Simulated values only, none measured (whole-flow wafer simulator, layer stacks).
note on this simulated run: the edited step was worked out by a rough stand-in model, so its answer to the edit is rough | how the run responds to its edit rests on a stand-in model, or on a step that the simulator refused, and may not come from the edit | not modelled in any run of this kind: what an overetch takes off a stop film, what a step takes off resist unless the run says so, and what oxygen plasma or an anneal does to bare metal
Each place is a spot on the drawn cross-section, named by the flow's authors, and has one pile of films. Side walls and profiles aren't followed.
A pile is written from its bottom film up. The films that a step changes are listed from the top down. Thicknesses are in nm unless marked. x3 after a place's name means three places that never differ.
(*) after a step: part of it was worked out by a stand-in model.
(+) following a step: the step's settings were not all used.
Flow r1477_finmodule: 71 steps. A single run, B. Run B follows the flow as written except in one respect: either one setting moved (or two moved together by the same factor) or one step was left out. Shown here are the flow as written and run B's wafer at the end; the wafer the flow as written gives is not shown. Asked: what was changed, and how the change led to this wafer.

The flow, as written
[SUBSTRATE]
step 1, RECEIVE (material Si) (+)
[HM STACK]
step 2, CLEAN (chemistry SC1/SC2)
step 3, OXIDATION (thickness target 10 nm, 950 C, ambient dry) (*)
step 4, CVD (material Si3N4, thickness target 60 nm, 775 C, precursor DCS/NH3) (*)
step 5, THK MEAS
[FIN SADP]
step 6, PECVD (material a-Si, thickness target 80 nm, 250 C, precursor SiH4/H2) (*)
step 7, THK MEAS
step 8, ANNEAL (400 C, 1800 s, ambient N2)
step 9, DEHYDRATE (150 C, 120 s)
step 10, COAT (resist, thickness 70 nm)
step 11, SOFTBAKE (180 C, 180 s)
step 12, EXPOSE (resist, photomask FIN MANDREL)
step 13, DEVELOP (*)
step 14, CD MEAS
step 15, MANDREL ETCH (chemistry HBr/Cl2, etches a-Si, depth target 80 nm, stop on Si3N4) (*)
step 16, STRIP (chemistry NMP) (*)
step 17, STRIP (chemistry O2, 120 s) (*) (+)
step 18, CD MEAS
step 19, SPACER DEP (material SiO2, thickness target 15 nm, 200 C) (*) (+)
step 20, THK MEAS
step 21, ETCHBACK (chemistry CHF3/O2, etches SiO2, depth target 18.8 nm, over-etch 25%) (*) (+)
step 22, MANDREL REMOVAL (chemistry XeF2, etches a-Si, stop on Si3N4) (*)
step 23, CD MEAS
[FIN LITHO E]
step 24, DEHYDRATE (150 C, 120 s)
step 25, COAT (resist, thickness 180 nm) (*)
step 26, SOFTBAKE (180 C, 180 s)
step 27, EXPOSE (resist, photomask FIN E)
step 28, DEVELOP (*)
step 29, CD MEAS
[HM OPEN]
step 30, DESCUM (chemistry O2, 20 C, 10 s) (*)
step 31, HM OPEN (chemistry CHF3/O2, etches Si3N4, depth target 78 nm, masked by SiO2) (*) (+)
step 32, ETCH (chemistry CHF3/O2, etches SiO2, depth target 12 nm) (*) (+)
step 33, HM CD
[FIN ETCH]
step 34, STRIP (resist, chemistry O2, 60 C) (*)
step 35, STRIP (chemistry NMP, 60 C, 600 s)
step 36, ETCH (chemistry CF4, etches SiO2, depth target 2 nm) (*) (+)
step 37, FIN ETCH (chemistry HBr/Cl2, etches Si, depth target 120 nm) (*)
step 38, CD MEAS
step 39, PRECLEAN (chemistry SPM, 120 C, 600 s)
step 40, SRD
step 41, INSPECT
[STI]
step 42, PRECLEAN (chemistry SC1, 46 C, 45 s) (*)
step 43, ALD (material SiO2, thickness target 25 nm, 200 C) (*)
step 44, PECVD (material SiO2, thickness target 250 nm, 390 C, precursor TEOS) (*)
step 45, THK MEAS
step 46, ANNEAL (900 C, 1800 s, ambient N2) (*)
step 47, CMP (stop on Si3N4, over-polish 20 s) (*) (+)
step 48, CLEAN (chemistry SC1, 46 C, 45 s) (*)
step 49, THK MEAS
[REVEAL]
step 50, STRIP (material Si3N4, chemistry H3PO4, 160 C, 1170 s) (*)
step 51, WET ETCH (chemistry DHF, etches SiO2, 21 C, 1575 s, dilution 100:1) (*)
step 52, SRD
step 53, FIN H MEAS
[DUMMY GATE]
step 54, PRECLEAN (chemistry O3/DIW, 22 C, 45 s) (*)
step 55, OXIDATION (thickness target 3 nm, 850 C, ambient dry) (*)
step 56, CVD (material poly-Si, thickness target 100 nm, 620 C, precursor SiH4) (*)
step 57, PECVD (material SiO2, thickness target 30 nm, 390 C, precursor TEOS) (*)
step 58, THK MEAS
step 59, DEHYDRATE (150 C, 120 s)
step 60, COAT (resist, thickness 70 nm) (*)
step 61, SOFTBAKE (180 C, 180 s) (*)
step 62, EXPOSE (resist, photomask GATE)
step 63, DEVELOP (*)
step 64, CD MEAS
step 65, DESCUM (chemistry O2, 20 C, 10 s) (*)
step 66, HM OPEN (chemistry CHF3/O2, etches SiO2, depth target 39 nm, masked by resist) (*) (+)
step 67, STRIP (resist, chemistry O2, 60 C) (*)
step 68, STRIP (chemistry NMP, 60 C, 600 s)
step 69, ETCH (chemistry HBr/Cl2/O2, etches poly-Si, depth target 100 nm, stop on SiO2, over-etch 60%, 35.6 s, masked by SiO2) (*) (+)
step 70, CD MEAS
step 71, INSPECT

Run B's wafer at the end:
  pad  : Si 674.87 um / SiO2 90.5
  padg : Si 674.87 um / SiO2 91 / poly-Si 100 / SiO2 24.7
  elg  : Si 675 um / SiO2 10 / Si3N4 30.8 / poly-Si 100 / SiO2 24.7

What caused this: step 6, PECVD: thickness target 59.2 nm was run, while the flow as written has thickness target 80 nm.

How this came from the change, step by step:
  step 6, PECVD (material a-Si, thickness target 80 nm, 250 C, precursor SiH4/H2) (*)
      pad, padg, elg and 33 more: a-Si gains 59.2 (new film) (as written it would have been: a-Si gains 80 (new film))
  step 15, MANDREL ETCH (chemistry HBr/Cl2, etches a-Si, depth target 80 nm, stop on Si3N4) (*)
      pad, padg, elg and 27 more: a-Si loses 59.2 (all of it) (as written it would have been: a-Si loses 80 (all of it))
  step 21, ETCHBACK (chemistry CHF3/O2, etches SiO2, depth target 18.8 nm, over-etch 25%) (*) (+)
      s40sg_line, s45sg_line, s50sg_line, s40so_line, s45so_line, s50so_line: SiO2 gains 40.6 (as written it would have been: SiO2 gains 61.4)
  step 22, MANDREL REMOVAL (chemistry XeF2, etches a-Si, stop on Si3N4) (*)
      s40cg, s45cg, s50cg, s40co, s45co, s50co: a-Si loses 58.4 (all of it) (as written it would have been: a-Si loses 79.2 (all of it))
  step 25, COAT (resist, thickness 180 nm) (*)
      s40cg, s40co: resist gains 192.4 (new film) (as written it would have been: resist gains 197.6 (new film))
      s40sg, s40so: resist gains 196 (new film) (as written it would have been: resist gains 201.2 (new film))
      (also at 14 further places)
  step 28, DEVELOP (*)
      s40cg, s40co: resist loses 192.4 (all of it) (as written it would have been: resist loses 197.6 (all of it))
      s40sg, s40so: resist loses 196 (all of it) (as written it would have been: resist loses 201.2 (all of it))
      (also at 14 further places)
  step 37, FIN ETCH (chemistry HBr/Cl2, etches Si, depth target 120 nm) (*)
      s40sg_line, s45sg_line, s50sg_line, s40so_line, s45so_line, s50so_line: SiO2 loses 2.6 (all of it), Si3N4 loses 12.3 (as written it would have been: SiO2 loses 9.23)
  step 43, ALD (material SiO2, thickness target 25 nm, 200 C) (*)
      s40sg_line, s45sg_line, s50sg_line, s40so_line, s45so_line, s50so_line: SiO2 gains 25 (new film) (as written it would have been: SiO2 gains 25)
      s40cg, s45cg, s50cg, s40co, s45co, s50co: SiO2 gains 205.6 (new film) (as written it would have been: SiO2 gains 232.1 (new film))
  step 47, CMP (stop on Si3N4, over-polish 20 s) (*) (+)
      pad, padg, e40sg and 11 more: SiO2 loses 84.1 (as written it would have been: SiO2 loses 71.8)
      elg, esg, e40lg and 6 more: SiO2 loses 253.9 (as written it would have been: SiO2 loses 241.6)
      (also at 13 further places)
  step 50, STRIP (material Si3N4, chemistry H3PO4, 160 C, 1170 s) (*)
      s40sg_line, s45sg_line, s50sg_line, s40so_line, s45so_line, s50so_line: Si3N4 loses 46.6 (all of it), SiO2 loses 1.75 (as written it would have been: Si3N4 loses 58.9 (all of it), SiO2 loses 1.37)
  step 51, WET ETCH (chemistry DHF, etches SiO2, 21 C, 1575 s, dilution 100:1) (*)
      elg, e40lg, e100lg, e200lg, elo, e40lo, e100lo, e200lo: SiO2 loses 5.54 (all of it), Si3N4 loses 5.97 (as written it would have been: SiO2 loses 17.8 (all of it), Si3N4 loses 4.97)
  step 56, CVD (material poly-Si, thickness target 100 nm, 620 C, precursor SiH4) (*)
      s40cg, s40co: poly-Si gains 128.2 (new film) (as written it would have been: poly-Si gains 113.9 (new film))
      s45cg, s45co: poly-Si gains 128.2 (new film) (as written it would have been: poly-Si gains 113.4 (new film))
      (also at 3 further places)
  step 60, COAT (resist, thickness 70 nm) (*)
      e40sg, eso, e40so: resist gains 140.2 (new film) (as written it would have been: resist gains 129.5 (new film))
      e100sg, e100so: resist gains 140.1 (new film) (as written it would have been: resist gains 129.4 (new film))
      (also at 14 further places)
  step 63, DEVELOP (*)
      eso, e40so: resist loses 140.2 (all of it) (as written it would have been: resist loses 129.5 (all of it))
      e100so: resist loses 140.1 (all of it) (as written it would have been: resist loses 129.4 (all of it))
      (also at 7 further places)
  step 67, STRIP (resist, chemistry O2, 60 C) (*)
      e40lg, e100lg, e200lg: resist loses 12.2 (all of it) (as written it would have been: resist loses 12.8 (all of it))
      e40sg: resist loses 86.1 (all of it) (as written it would have been: resist loses 75.4 (all of it))
      (also at 8 further places)
  step 69, ETCH (chemistry HBr/Cl2/O2, etches poly-Si, depth target 100 nm, stop on SiO2, over-etch 60%, 35.6 s, masked by SiO2) (*) (+)
      s40co: chemical SiO2 loses 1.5 (all of it), poly-Si loses 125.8 (all of it), SiO2 loses 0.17 (as written it would have been: chemical SiO2 loses 1.46 (all of it), poly-Si loses 111.5 (all of it), SiO2 loses 0.24)
      s45co: chemical SiO2 loses 1.5 (all of it), poly-Si loses 125.8 (all of it), SiO2 loses 0.17 (as written it would have been: chemical SiO2 loses 1.46 (all of it), poly-Si loses 110.9 (all of it), SiO2 loses 0.25)
      (also at 1 further place)
